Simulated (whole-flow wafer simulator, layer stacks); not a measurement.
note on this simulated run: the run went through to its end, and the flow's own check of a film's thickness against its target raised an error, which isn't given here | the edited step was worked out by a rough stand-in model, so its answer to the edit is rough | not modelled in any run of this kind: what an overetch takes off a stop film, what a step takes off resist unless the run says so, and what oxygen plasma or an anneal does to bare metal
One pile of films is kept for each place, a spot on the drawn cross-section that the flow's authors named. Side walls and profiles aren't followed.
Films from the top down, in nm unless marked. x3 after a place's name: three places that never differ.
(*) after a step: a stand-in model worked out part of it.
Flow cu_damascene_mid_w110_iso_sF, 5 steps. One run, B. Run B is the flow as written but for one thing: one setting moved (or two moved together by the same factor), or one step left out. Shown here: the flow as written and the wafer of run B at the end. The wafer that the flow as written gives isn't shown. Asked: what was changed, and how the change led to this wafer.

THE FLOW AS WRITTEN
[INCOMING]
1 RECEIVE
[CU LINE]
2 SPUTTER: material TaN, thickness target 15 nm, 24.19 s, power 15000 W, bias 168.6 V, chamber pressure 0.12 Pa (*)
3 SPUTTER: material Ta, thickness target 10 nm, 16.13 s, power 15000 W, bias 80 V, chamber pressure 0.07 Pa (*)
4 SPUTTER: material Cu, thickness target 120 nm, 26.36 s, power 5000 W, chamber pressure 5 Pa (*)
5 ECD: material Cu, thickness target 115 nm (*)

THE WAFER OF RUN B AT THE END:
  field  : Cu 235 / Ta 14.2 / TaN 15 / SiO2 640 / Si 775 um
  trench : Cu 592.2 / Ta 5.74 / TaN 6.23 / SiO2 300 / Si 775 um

The cause: step 3, SPUTTER: thickness target 14.2 nm was run, where the flow has thickness target 10 nm; step 3, SPUTTER: 22.99 s was run, where the flow has 16.13 s.
It can be read off the wafer: field has Ta 14.2, and step 3 as written asks for 10 nm.

How the change led to this, step by step:
  3 SPUTTER: material Ta, thickness target 10 nm, 16.13 s, power 15000 W, bias 80 V, chamber pressure 0.07 Pa (*)
      field: Ta +14.2 (new film) (as written it would be: Ta +10 (new film))
      trench: Ta +5.74 (new film) (as written it would be: Ta +4.05 (new film))
